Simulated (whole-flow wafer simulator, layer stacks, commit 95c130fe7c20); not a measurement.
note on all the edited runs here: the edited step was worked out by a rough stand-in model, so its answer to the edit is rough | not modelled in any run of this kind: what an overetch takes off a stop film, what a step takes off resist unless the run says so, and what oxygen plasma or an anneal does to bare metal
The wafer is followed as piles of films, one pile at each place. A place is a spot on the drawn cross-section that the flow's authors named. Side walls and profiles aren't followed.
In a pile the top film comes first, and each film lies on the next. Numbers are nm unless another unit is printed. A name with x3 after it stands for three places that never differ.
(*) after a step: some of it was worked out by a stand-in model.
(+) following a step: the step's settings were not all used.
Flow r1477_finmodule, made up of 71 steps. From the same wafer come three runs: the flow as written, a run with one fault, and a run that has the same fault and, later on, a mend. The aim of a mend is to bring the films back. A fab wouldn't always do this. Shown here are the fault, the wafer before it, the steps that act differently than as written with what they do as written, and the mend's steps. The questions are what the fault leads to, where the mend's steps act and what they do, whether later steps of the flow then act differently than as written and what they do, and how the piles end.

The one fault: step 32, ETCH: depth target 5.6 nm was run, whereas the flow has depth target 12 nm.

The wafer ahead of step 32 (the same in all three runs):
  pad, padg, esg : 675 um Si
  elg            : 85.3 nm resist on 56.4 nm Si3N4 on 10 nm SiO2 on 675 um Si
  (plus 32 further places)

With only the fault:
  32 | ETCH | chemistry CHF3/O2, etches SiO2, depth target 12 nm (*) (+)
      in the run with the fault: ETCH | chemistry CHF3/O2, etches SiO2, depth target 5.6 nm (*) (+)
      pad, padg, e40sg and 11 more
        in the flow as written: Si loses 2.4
        in the run with the fault: Si loses 1.12
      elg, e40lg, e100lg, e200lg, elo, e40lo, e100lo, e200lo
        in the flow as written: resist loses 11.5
        in the run with the fault: resist loses 5.37
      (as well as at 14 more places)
  Steps further on in the flow that do not act as written (2 more steps, not shown, differ only slightly: by at most 2% or 0.5 nm, whichever is larger):
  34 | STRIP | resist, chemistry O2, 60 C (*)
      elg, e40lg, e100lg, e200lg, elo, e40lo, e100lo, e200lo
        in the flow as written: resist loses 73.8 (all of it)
        in the run with the fault: resist loses 79.9 (all of it)
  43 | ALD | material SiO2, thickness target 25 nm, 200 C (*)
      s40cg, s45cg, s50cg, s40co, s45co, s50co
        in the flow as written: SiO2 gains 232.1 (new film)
        in the run with the fault: SiO2 gains 237.2 (new film)
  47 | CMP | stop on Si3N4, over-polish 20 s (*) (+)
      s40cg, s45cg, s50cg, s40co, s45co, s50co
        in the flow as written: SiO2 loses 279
        in the run with the fault: SiO2 loses 285.4
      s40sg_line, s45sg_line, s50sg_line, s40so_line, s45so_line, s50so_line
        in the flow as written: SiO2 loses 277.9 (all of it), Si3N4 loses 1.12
        in the run with the fault: SiO2 loses 284.3 (all of it), Si3N4 loses 1.12
  The piles end only slightly different from the flow's at the places that both follow, by no more than 2% or 0.5 nm, whichever is larger.

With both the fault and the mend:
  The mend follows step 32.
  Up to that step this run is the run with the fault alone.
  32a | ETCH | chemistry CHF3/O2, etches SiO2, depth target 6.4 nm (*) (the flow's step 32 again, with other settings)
      pad, padg, e40sg and 11 more
        Si loses 1.28
      elg, e40lg, e100lg, e200lg, elo, e40lo, e100lo, e200lo
        resist loses 6.13
      s40sg_line, s45sg_line, s50sg_line, s40so_line, s45so_line, s50so_line
        SiO2 loses 6.4
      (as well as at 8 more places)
  Every later step of the flow that is run acts as written, at every place that is followed, to within 2% or 0.5 nm, whichever is larger.
  The piles end only slightly different from the flow's at the places that both follow, by no more than 2% or 0.5 nm, whichever is larger.
